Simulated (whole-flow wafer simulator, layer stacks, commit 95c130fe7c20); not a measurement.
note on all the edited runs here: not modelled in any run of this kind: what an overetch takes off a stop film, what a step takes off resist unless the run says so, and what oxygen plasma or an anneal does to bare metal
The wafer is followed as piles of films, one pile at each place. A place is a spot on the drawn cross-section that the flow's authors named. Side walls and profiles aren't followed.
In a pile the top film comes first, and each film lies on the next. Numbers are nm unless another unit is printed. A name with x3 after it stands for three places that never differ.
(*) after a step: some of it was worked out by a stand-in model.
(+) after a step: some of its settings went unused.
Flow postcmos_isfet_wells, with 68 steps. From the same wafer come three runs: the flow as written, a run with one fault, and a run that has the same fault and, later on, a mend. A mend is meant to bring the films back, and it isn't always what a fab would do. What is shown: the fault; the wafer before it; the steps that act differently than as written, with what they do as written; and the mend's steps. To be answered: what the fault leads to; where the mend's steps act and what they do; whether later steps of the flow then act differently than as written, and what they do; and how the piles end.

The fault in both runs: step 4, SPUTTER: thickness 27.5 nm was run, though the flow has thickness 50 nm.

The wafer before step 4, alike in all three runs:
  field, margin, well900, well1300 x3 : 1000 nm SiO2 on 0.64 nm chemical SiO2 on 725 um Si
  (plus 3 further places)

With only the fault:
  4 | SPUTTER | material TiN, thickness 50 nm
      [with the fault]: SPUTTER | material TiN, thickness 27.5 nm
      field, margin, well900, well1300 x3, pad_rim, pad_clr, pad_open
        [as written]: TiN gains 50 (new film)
        [with the fault]: TiN gains 27.5 (new film)
  Later steps of the flow acting differently than as written (1 other step is not shown; it differs only slightly, by no more than 2% or 0.5 nm, whichever is larger):
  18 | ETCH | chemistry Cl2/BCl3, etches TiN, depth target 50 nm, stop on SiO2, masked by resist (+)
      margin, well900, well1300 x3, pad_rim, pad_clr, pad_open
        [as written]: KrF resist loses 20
        [with the fault]: KrF resist loses 16.5
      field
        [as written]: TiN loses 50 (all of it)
        [with the fault]: TiN loses 27.5 (all of it)
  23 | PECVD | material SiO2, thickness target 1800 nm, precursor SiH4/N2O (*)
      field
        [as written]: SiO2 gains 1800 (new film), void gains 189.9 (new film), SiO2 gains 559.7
        [with the fault]: SiO2 gains 1800 (new film), void gains 173 (new film), SiO2 gains 554.1
  By the end, the piles at field, margin, well900, well1300 x3, pad_rim, pad_clr, pad_open depart from the flow's by more than 2% or 0.5 nm, whichever is larger.
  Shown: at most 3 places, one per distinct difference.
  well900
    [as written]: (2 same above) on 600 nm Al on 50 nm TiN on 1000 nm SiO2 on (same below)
    [with the fault]: (2 same above) on 600 nm Al on 27.5 nm TiN on 1000 nm SiO2 on (same below)
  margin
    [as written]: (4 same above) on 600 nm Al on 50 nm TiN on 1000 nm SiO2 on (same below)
    [with the fault]: (4 same above) on 600 nm Al on 27.5 nm TiN on 1000 nm SiO2 on (same below)
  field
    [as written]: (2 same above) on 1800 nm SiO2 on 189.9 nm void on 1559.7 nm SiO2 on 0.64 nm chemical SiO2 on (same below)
    [with the fault]: (2 same above) on 1800 nm SiO2 on 173 nm void on 1554.1 nm SiO2 on 0.64 nm chemical SiO2 on (same below)

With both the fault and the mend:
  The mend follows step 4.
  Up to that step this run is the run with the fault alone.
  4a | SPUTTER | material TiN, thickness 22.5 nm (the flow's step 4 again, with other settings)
      field, margin, well900, well1300 x3, pad_rim, pad_clr, pad_open
        TiN gains 22.5
  Every later step of the flow that is run acts as written at every place that is followed.
  At every place that both follow, the piles at the end match the flow's.
